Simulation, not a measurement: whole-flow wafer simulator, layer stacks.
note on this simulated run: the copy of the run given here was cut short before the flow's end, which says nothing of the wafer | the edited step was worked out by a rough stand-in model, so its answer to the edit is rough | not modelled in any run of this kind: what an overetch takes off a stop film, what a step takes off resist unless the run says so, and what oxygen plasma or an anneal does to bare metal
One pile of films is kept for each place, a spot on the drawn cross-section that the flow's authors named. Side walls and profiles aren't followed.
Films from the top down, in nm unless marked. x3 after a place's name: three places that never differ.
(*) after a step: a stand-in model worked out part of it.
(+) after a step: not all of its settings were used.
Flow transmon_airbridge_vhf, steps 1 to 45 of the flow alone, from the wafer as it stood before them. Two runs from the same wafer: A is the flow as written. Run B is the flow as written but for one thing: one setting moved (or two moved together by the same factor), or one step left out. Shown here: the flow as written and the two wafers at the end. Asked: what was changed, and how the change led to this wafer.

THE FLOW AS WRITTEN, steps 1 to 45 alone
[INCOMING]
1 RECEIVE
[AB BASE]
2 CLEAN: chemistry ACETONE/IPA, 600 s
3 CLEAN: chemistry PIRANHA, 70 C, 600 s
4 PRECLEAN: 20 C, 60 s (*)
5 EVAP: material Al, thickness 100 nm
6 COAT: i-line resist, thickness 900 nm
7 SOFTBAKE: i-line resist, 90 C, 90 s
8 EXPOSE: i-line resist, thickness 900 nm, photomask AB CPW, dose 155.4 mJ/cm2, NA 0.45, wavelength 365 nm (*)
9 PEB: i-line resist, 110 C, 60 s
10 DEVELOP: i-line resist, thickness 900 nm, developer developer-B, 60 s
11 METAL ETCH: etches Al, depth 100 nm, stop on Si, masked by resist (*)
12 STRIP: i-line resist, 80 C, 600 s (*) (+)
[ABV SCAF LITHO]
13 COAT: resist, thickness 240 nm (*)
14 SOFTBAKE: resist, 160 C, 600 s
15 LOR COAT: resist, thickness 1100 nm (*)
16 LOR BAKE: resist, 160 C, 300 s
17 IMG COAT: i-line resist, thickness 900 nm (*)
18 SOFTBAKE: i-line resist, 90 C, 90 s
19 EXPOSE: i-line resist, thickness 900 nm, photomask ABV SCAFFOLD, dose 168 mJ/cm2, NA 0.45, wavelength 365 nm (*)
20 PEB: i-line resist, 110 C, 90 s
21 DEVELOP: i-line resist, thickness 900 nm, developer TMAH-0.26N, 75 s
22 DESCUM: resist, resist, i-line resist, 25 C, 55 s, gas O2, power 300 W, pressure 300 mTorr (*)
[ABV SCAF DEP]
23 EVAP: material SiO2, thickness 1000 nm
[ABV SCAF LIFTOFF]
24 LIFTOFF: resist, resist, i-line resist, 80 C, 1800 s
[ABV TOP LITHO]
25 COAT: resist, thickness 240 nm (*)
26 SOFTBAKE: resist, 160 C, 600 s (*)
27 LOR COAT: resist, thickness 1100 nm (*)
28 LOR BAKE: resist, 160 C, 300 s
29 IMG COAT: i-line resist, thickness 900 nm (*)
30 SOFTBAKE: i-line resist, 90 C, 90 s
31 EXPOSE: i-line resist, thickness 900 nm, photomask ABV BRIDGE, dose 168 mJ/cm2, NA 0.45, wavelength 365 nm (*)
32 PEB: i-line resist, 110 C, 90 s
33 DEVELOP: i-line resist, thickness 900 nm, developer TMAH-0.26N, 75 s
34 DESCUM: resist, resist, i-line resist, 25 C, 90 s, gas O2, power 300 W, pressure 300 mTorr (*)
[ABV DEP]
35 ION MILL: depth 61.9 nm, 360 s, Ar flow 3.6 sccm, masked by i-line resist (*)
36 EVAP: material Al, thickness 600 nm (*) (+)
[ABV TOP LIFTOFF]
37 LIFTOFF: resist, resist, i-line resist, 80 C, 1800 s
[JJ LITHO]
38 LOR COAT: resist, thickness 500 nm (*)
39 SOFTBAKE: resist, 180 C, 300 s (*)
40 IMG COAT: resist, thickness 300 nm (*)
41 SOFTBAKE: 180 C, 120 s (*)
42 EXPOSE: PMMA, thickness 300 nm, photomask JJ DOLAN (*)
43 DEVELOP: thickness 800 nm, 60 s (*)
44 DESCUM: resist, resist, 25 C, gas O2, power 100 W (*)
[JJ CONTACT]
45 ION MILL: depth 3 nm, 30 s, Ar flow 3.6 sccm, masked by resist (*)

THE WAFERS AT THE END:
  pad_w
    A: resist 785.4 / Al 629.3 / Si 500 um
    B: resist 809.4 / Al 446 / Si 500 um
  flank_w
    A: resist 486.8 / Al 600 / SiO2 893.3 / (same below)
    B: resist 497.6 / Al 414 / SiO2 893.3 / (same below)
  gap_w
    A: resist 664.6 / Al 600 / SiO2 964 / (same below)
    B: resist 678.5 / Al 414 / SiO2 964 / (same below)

The cause: step 36, EVAP: thickness 414 nm was run, where the flow has thickness 600 nm.
It can be read off the wafer: flank_w has Al 414, and step 36 as written asks for 600 nm.

How the change led to this, step by step:
  36 EVAP: material Al, thickness 600 nm (*) (+)
      field x3, jj_line, ground_far and 10 more: A Al +600 (new film) | B Al +414 (new film)
      pad_w, pad_e: A Al +591.2 | B Al +407.9
  37 LIFTOFF: resist, resist, i-line resist, 80 C, 1800 s
      field x3, jj_line, trace_open_s x2: A Al -600 (all of it), i-line resist -600 (all of it), resist -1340 (all of it) | B Al -414 (all of it), i-line resist -600 (all of it), resist -1340 (all of it)
      margin_s, margin_n: A Al -600 (all of it), i-line resist -318.3 (all of it), resist -992 (all of it) | B Al -414 (all of it), i-line resist -318.3 (all of it), resist -992 (all of it)
      (and at 1 more place)
  38 LOR COAT: resist, thickness 500 nm (*)
      pad_w, pad_e: A resist +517 (new film) | B resist +532.7 (new film)
      margin_s, margin_n: A resist +445.3 (new film) | B resist +429 (new film)
      (and at 1 more place)
  40 IMG COAT: resist, thickness 300 nm (*)
      pad_w, pad_e: A resist +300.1 | B resist +308.5
      flank_w, flank_e: A resist +212.1 | B resist +218.4
      (and at 4 more places)
